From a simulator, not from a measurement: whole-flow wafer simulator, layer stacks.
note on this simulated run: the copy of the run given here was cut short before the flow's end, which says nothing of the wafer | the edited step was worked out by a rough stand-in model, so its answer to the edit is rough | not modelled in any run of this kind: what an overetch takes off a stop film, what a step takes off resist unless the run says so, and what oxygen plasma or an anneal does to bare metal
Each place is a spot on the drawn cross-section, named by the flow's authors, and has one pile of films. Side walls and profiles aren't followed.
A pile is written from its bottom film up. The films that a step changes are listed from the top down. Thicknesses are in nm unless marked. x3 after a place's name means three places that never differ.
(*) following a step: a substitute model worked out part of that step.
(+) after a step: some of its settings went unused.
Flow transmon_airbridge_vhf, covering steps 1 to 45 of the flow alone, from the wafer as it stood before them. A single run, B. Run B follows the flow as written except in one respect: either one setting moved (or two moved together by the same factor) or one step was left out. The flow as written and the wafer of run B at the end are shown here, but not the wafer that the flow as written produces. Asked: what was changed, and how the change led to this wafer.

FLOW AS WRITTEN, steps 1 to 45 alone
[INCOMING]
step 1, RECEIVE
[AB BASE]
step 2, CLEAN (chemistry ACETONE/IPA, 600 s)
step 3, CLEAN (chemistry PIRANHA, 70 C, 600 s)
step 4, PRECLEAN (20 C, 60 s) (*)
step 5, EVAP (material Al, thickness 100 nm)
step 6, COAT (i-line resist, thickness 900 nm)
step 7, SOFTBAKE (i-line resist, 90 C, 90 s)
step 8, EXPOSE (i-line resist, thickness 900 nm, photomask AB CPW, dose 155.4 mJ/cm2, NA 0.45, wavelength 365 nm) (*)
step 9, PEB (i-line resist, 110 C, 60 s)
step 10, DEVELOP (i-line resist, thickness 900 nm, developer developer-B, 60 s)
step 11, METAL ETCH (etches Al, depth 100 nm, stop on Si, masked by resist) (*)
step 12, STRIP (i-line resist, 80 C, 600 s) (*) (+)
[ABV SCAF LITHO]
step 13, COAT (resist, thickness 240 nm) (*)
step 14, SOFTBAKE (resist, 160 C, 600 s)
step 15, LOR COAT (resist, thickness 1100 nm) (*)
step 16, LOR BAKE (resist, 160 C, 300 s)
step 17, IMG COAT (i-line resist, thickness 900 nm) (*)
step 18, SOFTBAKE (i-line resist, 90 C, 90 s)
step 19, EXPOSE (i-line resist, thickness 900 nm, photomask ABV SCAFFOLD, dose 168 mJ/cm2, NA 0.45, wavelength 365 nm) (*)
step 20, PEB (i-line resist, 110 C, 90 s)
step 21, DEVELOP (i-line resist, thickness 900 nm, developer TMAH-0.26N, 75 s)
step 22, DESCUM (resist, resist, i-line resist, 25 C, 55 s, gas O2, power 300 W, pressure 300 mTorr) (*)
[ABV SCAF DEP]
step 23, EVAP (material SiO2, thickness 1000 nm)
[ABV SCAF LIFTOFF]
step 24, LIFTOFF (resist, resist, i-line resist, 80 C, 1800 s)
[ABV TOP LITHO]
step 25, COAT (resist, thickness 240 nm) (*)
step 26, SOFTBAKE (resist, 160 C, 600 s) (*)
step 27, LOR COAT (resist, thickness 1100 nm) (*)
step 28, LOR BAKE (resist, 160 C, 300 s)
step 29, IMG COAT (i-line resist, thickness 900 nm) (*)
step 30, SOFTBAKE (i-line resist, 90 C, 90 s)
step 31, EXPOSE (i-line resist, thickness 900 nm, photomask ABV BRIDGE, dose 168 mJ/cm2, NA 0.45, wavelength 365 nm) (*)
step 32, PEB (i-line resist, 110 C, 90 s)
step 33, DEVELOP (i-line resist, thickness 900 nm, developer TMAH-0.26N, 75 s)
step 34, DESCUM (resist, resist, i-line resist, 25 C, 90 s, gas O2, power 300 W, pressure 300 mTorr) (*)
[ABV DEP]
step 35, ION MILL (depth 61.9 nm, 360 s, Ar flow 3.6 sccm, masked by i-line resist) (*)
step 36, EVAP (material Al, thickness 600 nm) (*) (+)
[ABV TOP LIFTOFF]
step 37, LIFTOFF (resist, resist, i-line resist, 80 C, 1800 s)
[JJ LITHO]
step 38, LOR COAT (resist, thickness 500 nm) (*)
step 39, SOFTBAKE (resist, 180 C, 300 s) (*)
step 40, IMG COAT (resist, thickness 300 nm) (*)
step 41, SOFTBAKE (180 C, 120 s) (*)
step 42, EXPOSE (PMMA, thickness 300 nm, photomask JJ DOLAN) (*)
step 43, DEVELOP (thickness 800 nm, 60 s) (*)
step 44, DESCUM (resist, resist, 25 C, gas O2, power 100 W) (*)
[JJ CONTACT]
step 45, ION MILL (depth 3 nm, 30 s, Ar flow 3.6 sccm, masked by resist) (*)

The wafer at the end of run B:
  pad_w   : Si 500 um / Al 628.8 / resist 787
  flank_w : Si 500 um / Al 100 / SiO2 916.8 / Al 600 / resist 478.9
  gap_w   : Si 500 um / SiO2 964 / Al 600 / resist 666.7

The reason: step 15, LOR COAT: thickness 605 nm was run, whereas the flow has thickness 1100 nm.

How this came from the change, step by step:
  step 15, LOR COAT (resist, thickness 1100 nm) (*)
      field x3, jj_line, trace_open_s x2, margin_s, bridge_strip, margin_n: +605 resist (as written it would have been: +1100 resist)
      pad_w, pad_e: +598.8 resist (as written it would have been: +1090.9 resist)
      (and at 6 other places as well)
  step 21, DEVELOP (i-line resist, thickness 900 nm, developer TMAH-0.26N, 75 s)
      margin_s, bridge_strip, margin_n: -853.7 i-line resist (all of it), -605 resist (as written it would have been: -853.7 i-line resist (all of it), -1100 resist)
      flank_w, flank_e: -858.5 i-line resist (all of it), -593.6 resist (as written it would have been: -860.9 i-line resist (all of it), -1086.4 resist)
      (and at 3 other places as well)
  step 23, EVAP (material SiO2, thickness 1000 nm)
      flank_w, flank_e: +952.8 SiO2 (new film) (as written it would have been: +929.3 SiO2 (new film))
  step 24, LIFTOFF (resist, resist, i-line resist, 80 C, 1800 s)
      field x3, jj_line, trace_open_s x2: -1000 SiO2 (all of it), -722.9 i-line resist (all of it), -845 resist (all of it) (as written it would have been: -1000 SiO2 (all of it), -722.9 i-line resist (all of it), -1340 resist (all of it))
      pad_w, pad_e: -1000 SiO2 (all of it), -715.9 i-line resist (all of it), -838.2 resist (all of it) (as written it would have been: -1000 SiO2 (all of it), -718 i-line resist (all of it), -1330.2 resist (all of it))
      (and at 1 other place as well)
  step 25, COAT (resist, thickness 240 nm) (*)
      flank_w, flank_e: +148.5 resist (new film) (as written it would have been: +152.6 resist (new film))
  step 34, DESCUM (resist, resist, i-line resist, 25 C, 90 s, gas O2, power 300 W, pressure 300 mTorr) (*)
      flank_w, flank_e: -148.5 resist (all of it) (as written it would have been: -152.6 resist (all of it))
  step 40, IMG COAT (resist, thickness 300 nm) (*)
      flank_w, flank_e: +207.2 resist (as written it would have been: +212.1 resist)
